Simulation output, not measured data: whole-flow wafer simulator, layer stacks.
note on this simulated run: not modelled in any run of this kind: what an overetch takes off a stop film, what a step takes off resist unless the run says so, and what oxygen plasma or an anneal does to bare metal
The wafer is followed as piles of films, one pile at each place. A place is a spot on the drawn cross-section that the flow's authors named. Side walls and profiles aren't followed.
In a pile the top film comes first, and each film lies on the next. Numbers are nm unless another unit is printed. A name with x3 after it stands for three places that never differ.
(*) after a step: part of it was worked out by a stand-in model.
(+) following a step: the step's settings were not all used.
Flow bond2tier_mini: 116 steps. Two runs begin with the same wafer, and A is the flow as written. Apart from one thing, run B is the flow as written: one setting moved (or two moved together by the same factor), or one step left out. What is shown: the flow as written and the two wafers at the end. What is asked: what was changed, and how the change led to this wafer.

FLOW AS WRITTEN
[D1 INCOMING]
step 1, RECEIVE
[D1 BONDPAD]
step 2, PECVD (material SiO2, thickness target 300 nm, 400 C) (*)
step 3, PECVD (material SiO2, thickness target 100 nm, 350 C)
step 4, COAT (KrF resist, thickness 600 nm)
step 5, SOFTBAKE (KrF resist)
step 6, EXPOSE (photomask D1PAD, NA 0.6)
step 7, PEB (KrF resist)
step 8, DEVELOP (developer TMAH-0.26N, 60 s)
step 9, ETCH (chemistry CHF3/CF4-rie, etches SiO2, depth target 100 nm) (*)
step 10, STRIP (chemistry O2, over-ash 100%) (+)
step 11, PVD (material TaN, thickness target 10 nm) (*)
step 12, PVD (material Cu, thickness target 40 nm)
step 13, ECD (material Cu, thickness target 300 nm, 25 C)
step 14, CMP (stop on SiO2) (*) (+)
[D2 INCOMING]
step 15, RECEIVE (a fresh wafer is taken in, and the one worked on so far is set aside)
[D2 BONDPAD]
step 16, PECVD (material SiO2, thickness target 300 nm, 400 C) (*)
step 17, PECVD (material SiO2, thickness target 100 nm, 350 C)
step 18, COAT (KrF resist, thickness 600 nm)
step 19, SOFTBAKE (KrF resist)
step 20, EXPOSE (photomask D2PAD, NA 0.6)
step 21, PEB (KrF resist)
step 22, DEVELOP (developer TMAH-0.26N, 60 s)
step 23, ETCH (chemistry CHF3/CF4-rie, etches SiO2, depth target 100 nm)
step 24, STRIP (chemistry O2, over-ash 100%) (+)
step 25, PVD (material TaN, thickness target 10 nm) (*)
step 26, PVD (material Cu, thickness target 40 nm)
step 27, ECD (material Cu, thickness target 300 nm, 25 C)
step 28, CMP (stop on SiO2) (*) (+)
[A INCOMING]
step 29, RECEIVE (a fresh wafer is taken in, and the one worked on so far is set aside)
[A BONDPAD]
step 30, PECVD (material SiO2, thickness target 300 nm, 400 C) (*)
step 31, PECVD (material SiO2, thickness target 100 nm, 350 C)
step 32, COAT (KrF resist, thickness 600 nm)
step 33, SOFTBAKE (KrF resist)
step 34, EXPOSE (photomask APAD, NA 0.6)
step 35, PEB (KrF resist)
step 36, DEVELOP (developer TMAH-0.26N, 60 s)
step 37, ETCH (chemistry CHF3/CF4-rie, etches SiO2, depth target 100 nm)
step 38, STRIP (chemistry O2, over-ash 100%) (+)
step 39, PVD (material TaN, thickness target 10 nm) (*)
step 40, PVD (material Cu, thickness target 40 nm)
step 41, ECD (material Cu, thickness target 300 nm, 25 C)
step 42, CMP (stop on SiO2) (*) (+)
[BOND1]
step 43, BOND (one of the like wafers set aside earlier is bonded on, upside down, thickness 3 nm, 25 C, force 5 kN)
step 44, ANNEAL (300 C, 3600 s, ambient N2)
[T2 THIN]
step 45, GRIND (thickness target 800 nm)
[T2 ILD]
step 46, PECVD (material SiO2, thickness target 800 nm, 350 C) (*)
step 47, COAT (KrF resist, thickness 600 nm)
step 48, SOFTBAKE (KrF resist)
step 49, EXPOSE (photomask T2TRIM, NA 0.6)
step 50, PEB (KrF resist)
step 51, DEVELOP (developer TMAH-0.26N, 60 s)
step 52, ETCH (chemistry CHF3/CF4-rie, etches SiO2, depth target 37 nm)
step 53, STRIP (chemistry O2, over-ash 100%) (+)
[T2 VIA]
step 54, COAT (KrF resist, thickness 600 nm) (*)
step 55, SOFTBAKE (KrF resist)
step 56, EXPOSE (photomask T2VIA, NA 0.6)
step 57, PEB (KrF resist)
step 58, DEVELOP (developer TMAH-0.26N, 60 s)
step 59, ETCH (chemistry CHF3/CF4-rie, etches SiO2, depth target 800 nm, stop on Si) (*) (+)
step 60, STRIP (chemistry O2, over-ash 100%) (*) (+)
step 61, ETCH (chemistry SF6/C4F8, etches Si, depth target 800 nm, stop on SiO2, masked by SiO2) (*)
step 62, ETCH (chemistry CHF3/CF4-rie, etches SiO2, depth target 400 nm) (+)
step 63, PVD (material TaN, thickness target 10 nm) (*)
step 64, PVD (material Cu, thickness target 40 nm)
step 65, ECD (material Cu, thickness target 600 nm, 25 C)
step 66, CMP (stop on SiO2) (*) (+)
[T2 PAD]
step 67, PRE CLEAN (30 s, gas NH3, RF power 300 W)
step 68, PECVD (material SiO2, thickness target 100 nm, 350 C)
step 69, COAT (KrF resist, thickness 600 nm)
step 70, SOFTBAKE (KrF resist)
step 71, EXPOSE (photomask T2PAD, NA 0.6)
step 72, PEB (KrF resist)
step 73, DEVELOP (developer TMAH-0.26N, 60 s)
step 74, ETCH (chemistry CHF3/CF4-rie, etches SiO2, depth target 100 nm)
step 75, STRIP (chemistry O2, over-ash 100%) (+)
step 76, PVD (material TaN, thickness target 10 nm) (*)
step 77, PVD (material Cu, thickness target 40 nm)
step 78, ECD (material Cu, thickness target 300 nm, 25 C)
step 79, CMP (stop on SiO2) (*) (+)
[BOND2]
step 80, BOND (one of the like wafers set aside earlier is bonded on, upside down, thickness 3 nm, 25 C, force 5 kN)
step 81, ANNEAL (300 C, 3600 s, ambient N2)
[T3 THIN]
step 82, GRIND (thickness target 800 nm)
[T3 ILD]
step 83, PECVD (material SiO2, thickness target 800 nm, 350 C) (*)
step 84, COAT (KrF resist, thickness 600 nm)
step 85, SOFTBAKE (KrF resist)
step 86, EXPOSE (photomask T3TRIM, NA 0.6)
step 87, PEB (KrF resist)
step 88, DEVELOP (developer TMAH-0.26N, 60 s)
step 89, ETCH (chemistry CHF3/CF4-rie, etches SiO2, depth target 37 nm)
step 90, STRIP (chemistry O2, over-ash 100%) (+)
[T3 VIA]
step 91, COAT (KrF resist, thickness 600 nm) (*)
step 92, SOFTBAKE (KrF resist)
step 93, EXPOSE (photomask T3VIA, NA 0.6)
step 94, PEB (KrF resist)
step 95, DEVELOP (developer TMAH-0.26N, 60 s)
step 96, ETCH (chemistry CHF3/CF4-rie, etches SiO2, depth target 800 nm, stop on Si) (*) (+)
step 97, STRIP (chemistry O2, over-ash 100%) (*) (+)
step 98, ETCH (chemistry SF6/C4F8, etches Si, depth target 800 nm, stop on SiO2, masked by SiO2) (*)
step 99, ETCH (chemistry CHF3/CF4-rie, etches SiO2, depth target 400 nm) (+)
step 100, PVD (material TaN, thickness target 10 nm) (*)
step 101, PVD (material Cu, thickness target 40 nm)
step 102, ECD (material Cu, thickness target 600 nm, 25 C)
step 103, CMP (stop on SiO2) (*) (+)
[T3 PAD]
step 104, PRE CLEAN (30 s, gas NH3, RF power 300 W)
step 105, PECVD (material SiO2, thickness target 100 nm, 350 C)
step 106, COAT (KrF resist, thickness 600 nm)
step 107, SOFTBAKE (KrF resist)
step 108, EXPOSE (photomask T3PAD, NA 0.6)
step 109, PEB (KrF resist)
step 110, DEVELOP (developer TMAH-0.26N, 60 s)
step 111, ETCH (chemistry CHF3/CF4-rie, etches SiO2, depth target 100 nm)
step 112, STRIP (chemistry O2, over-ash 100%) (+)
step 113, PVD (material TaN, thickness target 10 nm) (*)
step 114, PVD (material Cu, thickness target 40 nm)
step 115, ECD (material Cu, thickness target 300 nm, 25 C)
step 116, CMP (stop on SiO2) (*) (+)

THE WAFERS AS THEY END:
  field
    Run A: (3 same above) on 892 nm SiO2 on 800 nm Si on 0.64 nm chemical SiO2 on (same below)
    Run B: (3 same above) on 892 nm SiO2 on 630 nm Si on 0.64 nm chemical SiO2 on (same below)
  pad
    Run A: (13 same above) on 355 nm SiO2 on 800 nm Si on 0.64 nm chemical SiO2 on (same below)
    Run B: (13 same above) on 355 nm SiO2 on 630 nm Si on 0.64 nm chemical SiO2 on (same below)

What caused this: step 45, GRIND: thickness target 630 nm was run, whereas the flow has thickness target 800 nm.
The wafer lets one read it off: field has Si 630, and step 45 as written asks for 800 nm.

How this came from the change, step by step:
  step 45, GRIND (thickness target 800 nm)
      field, pad, via: A -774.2 um Si | B -774.37 um Si
